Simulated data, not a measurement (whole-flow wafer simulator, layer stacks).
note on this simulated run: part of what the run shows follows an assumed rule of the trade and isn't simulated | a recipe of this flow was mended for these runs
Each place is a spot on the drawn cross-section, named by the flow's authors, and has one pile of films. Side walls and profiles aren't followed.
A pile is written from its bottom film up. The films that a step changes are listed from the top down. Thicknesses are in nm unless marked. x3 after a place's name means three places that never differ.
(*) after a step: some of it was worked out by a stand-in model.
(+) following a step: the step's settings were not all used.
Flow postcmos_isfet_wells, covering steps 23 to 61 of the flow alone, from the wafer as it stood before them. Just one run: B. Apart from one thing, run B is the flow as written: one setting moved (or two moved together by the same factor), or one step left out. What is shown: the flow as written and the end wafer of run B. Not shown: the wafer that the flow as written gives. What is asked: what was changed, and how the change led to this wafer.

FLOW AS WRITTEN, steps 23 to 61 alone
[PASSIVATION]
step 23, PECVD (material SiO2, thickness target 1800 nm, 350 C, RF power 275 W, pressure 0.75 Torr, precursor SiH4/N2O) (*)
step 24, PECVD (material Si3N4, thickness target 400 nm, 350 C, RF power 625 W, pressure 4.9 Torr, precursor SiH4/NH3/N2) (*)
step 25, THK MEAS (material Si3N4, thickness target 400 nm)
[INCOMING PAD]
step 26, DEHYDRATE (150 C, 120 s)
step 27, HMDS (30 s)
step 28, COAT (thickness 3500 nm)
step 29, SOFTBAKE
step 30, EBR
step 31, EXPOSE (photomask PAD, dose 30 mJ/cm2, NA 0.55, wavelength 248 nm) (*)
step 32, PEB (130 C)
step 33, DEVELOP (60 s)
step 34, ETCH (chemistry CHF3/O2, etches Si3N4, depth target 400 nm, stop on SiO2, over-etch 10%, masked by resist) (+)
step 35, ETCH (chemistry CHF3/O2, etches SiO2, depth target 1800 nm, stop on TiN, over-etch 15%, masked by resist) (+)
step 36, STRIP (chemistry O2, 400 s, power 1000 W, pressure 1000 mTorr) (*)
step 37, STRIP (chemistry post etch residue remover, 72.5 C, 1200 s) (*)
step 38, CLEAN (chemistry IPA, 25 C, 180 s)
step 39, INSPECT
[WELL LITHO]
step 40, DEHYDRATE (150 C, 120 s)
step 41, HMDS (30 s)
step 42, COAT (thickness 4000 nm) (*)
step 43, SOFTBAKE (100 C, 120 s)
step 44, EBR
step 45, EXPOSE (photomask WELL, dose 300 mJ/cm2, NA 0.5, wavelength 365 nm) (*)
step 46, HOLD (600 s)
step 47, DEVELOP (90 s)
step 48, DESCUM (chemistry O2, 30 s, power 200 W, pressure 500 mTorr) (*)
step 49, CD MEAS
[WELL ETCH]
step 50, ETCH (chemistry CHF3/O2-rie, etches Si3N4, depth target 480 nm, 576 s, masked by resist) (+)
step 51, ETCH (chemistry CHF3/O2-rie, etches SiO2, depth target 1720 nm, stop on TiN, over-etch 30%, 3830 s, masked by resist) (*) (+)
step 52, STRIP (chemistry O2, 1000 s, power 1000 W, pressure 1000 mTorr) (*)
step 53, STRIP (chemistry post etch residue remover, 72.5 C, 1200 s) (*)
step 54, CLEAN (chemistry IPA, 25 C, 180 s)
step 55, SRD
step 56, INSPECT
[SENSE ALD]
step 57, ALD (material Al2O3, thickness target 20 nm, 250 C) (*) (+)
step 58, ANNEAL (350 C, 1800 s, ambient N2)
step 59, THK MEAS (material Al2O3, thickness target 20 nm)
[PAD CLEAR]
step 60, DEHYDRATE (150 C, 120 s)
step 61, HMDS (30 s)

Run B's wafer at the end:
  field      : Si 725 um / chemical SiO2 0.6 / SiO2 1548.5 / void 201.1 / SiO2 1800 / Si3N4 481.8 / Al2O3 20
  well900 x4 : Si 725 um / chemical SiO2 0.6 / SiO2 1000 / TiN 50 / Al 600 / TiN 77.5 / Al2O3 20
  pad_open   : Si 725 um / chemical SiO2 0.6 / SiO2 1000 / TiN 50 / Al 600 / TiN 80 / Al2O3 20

The reason: step 24, PECVD: thickness target 482.5 nm was run, though the flow has thickness target 400 nm.

The path from the change to this, step by step:
  step 24, PECVD (material Si3N4, thickness target 400 nm, 350 C, RF power 625 W, pressure 4.9 Torr, precursor SiH4/NH3/N2) (*)
      field, margin x2, well900 x4, pad_clr, pad_open: +482.5 Si3N4 (new film) (as written it would have been: +400 Si3N4 (new film))
  step 34, ETCH (chemistry CHF3/O2, etches Si3N4, depth target 400 nm, stop on SiO2, over-etch 10%, masked by resist) (+)
      pad_open: -440 Si3N4 (as written it would have been: -400 Si3N4 (all of it), -20 SiO2)
  step 35, ETCH (chemistry CHF3/O2, etches SiO2, depth target 1800 nm, stop on TiN, over-etch 15%, masked by resist) (+)
      pad_open: -42.5 Si3N4 (all of it), -1800 SiO2 (all of it), -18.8 TiN (as written it would have been: -1780 SiO2 (all of it), -24.2 TiN)
  step 43, SOFTBAKE (100 C, 120 s)
      pad_clr: -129 thick-g/i-line-resist (as written it would have been: -123 thick-g/i-line-resist)
      pad_open: +74.9 thick-g/i-line-resist (as written it would have been: +73 thick-g/i-line-resist)
  step 50, ETCH (chemistry CHF3/O2-rie, etches Si3N4, depth target 480 nm, 576 s, masked by resist) (+)
      well900 x4: -480 Si3N4 (as written it would have been: -399.6 Si3N4 (all of it), -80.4 SiO2)
  step 51, ETCH (chemistry CHF3/O2-rie, etches SiO2, depth target 1720 nm, stop on TiN, over-etch 30%, 3830 s, masked by resist) (*) (+)
      well900 x4: -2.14 Si3N4 (all of it), -1800 SiO2 (all of it), -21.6 TiN (as written it would have been: -1719.6 SiO2 (all of it), -20.6 TiN)
